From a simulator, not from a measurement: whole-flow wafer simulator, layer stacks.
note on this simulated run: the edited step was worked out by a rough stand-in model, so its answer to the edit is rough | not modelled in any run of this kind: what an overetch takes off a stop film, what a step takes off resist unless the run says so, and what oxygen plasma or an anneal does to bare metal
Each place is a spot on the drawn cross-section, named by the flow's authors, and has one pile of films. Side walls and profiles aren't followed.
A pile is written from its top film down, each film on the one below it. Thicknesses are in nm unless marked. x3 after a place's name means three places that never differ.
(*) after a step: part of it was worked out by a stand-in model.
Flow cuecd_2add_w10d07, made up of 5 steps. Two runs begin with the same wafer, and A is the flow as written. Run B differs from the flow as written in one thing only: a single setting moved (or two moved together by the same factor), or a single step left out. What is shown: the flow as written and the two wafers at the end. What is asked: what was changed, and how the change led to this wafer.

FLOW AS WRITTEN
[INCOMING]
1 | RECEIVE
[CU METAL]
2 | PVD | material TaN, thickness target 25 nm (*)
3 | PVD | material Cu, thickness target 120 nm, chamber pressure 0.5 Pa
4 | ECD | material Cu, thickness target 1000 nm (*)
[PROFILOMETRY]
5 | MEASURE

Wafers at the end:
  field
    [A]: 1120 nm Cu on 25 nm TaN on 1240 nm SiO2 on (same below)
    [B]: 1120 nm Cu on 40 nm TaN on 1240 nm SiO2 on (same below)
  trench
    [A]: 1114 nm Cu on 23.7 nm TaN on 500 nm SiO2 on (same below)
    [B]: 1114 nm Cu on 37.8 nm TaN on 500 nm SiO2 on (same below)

What caused this: step 2, PVD: thickness target 40 nm was run, while the flow as written has thickness target 25 nm.
One can read it off the wafer: field has TaN 40, and step 2 as written asks for 25 nm.

The path from the change to this, step by step:
  2 | PVD | material TaN, thickness target 25 nm (*)
      field: A TaN gains 25 (new film) | B TaN gains 40 (new film)
      trench: A TaN gains 23.7 (new film) | B TaN gains 37.8 (new film)
